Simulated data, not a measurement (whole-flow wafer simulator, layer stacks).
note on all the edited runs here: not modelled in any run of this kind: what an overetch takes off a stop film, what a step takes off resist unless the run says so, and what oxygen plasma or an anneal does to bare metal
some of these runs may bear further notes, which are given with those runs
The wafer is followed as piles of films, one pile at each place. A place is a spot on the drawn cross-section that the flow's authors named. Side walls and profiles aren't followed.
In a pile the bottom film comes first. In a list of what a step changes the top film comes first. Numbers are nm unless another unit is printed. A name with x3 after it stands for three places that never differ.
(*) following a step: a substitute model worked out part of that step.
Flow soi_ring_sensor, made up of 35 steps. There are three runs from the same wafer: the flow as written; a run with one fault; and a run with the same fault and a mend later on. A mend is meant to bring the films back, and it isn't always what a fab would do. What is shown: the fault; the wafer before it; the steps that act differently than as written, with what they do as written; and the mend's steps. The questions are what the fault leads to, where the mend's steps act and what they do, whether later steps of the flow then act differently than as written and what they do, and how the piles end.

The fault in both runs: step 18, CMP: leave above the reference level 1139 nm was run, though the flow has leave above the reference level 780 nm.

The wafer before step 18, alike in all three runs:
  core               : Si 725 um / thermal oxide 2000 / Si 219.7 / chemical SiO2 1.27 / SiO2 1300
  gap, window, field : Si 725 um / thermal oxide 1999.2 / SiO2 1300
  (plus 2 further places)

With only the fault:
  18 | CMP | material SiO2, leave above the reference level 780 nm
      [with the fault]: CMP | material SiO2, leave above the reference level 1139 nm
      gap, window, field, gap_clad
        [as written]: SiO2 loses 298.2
        [with the fault]: nothing
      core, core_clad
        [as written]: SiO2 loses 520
        [with the fault]: SiO2 loses 161
  Steps further on in the flow that do not act as written (not shown: 1 more step that differs only slightly, by at most 2% or 0.5 nm, whichever is larger):
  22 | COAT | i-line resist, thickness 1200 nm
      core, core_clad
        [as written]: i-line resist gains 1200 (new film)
        [with the fault]: i-line resist gains 1147 (new film)
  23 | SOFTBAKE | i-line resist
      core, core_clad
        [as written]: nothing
        [with the fault]: i-line resist loses 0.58
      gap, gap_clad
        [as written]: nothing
        [with the fault]: i-line resist loses 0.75
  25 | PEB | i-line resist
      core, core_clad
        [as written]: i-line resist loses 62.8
        [with the fault]: i-line resist loses 60
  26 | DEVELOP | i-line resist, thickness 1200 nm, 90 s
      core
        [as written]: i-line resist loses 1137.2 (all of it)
        [with the fault]: i-line resist loses 1086.4 (all of it)
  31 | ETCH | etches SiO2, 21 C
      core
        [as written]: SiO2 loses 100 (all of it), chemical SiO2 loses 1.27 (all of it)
        [with the fault]: SiO2 loses 459 (all of it), chemical SiO2 loses 1.27 (all of it)
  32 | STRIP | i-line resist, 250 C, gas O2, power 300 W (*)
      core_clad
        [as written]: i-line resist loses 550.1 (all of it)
        [with the fault]: i-line resist loses 499.3 (all of it)
  At field, core_clad, the piles at the end differ from the flow's by more than 2% or 0.5 nm, whichever is larger.
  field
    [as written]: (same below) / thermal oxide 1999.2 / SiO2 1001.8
    [with the fault]: (same below) / thermal oxide 1999.2 / SiO2 1300
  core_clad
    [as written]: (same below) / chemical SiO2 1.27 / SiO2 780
    [with the fault]: (same below) / chemical SiO2 1.27 / SiO2 1139

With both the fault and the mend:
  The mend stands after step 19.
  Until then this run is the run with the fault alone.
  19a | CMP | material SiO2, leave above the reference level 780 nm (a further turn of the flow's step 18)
      gap, window, field, gap_clad
        SiO2 loses 298.2
      core, core_clad
        SiO2 loses 359
  Every later step of the flow that is run acts as written at every place that is followed.
  By the end, the piles equal the flow's at every place that both follow.
